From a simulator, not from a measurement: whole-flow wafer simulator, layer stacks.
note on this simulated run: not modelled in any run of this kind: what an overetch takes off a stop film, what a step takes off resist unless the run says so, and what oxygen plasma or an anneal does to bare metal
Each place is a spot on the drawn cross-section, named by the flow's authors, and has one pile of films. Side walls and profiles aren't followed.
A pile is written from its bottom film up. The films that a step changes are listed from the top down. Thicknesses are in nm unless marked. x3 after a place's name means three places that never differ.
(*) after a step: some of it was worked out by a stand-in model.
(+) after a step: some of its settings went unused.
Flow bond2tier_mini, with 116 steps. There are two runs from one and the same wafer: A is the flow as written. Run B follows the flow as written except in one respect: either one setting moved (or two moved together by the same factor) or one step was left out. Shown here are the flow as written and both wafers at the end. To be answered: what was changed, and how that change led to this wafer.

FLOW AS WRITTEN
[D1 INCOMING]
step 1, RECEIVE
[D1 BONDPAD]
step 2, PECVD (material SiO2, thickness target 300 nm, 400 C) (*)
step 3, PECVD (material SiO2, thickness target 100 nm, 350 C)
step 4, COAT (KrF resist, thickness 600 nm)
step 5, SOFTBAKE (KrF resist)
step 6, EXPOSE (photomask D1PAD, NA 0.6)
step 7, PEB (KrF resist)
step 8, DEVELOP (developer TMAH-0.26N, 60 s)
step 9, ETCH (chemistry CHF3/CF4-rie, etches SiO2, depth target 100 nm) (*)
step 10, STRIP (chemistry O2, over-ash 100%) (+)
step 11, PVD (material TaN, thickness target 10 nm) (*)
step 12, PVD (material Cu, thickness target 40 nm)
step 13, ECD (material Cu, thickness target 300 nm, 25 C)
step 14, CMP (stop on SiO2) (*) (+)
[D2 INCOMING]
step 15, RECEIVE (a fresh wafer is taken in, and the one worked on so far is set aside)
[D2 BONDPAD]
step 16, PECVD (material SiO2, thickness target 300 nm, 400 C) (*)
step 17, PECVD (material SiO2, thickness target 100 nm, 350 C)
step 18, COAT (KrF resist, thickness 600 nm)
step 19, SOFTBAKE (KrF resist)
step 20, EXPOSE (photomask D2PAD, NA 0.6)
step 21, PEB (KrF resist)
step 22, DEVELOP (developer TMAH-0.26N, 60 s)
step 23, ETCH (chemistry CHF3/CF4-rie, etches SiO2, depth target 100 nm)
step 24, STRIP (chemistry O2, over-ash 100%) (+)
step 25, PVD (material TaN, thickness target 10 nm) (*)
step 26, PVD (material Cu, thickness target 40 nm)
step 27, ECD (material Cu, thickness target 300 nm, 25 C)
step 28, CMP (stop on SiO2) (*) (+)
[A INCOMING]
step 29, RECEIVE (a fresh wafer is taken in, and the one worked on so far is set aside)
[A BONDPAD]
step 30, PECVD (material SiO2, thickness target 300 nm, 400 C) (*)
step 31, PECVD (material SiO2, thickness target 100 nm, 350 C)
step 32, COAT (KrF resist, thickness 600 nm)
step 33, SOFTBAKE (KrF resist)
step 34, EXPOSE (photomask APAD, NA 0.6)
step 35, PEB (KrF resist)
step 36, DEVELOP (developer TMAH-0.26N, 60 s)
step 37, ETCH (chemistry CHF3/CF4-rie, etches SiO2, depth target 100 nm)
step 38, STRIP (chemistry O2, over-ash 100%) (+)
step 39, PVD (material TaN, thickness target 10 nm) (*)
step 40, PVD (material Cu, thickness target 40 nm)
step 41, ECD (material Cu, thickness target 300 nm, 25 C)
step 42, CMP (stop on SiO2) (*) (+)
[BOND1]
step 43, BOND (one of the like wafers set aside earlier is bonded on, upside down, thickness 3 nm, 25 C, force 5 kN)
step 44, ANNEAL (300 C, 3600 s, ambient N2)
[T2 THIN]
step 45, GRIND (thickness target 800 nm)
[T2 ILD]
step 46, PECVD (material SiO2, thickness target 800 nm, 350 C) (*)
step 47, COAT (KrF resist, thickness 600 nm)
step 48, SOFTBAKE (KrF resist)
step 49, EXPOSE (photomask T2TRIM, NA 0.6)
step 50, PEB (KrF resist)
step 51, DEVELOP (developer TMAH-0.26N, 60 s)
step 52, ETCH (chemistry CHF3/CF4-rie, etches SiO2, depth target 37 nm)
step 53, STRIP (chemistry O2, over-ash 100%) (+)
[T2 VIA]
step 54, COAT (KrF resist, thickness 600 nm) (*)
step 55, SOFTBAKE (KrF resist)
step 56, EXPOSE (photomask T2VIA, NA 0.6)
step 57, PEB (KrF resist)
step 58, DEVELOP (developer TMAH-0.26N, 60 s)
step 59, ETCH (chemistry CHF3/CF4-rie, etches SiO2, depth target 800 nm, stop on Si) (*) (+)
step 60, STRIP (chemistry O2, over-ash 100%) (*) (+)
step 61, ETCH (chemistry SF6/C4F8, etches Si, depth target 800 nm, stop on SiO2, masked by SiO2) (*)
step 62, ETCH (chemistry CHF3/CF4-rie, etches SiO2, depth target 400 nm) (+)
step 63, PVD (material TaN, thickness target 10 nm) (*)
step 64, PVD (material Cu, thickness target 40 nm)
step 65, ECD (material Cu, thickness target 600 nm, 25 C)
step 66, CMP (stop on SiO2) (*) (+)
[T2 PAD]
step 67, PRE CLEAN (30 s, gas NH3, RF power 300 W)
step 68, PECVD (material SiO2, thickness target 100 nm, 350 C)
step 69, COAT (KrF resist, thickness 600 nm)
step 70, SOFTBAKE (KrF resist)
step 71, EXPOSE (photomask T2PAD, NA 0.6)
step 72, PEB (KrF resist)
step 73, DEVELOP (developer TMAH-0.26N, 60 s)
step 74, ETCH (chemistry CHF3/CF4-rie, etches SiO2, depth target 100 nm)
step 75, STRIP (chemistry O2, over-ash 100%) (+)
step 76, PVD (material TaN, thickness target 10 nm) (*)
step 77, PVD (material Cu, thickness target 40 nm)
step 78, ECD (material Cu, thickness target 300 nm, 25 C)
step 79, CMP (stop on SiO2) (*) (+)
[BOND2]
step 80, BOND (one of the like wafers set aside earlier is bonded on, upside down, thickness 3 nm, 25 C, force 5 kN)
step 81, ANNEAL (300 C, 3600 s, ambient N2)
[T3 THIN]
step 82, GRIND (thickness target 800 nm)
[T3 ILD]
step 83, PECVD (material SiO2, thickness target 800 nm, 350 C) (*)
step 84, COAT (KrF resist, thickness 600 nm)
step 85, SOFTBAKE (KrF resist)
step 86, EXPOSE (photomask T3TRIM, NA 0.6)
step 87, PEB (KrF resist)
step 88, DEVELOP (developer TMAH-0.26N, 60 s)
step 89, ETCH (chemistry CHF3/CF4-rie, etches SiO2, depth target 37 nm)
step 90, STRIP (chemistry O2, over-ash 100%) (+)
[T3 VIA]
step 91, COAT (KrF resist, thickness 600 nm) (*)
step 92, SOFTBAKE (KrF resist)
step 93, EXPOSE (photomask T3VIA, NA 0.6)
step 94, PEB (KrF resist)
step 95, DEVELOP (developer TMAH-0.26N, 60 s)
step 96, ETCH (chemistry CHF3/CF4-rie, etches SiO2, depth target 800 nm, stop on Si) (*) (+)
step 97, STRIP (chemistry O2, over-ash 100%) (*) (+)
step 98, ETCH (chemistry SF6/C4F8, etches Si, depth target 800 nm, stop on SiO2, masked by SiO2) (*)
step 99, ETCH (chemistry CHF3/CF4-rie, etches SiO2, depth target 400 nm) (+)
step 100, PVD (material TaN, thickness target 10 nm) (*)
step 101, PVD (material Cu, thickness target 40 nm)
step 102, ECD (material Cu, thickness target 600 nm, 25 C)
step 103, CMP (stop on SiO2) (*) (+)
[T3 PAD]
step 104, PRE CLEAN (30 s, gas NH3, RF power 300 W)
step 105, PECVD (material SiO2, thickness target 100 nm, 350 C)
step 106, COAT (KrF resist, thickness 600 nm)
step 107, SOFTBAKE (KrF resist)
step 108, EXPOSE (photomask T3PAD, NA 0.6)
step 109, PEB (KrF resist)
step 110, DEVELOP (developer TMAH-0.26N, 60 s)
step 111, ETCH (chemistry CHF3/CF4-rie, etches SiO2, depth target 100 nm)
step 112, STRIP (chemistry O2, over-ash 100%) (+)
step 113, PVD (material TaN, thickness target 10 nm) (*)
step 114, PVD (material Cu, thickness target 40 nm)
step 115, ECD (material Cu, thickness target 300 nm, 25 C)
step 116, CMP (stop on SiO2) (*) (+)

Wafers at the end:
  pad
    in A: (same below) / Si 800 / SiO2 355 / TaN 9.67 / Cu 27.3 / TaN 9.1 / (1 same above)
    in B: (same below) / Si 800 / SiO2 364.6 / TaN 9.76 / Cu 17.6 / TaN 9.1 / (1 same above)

What caused this: step 89, ETCH: depth target 27.4 nm was run, while the flow as written has depth target 37 nm.

Step by step, how the change led to this:
  step 89, ETCH (chemistry CHF3/CF4-rie, etches SiO2, depth target 37 nm)
      field: A KrF resist loses 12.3 | B KrF resist loses 9.13
      pad: A SiO2 loses 37 | B SiO2 loses 27.4
